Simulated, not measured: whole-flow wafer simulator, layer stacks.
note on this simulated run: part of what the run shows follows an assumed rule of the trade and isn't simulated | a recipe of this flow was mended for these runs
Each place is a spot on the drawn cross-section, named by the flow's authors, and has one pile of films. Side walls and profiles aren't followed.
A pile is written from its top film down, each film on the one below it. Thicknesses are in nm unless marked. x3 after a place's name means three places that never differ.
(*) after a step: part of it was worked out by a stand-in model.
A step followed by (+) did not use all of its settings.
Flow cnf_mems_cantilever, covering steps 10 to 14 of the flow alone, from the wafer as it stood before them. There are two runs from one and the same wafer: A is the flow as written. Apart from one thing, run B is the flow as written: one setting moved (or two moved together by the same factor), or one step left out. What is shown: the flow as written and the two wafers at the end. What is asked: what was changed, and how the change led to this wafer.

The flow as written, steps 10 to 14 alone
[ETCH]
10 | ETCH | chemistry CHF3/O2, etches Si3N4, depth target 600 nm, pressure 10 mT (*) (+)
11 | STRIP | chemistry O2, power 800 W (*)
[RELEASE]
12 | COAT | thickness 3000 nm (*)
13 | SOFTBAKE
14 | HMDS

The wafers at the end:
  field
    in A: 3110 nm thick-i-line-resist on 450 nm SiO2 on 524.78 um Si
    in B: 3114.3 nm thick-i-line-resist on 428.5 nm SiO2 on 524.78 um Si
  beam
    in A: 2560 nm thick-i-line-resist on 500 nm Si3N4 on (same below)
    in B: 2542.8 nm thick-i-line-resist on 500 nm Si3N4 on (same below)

What caused this: step 10, ETCH: depth target 643 nm was run, whereas the flow has depth target 600 nm.

The path from the change to this, step by step:
  10 | ETCH | chemistry CHF3/O2, etches Si3N4, depth target 600 nm, pressure 10 mT (*) (+)
      field: A -500 Si3N4 (all of it), -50 SiO2 | B -500 Si3N4 (all of it), -71.5 SiO2
      beam: A -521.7 KrF-resist | B -559.1 KrF-resist
  11 | STRIP | chemistry O2, power 800 W (*)
      beam: A -460.9 KrF-resist (all of it) | B -423.5 KrF-resist (all of it)
  13 | SOFTBAKE
      field: A +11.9 thick-i-line-resist | B +12.5 thick-i-line-resist
      beam: A -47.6 thick-i-line-resist | B -49.8 thick-i-line-resist
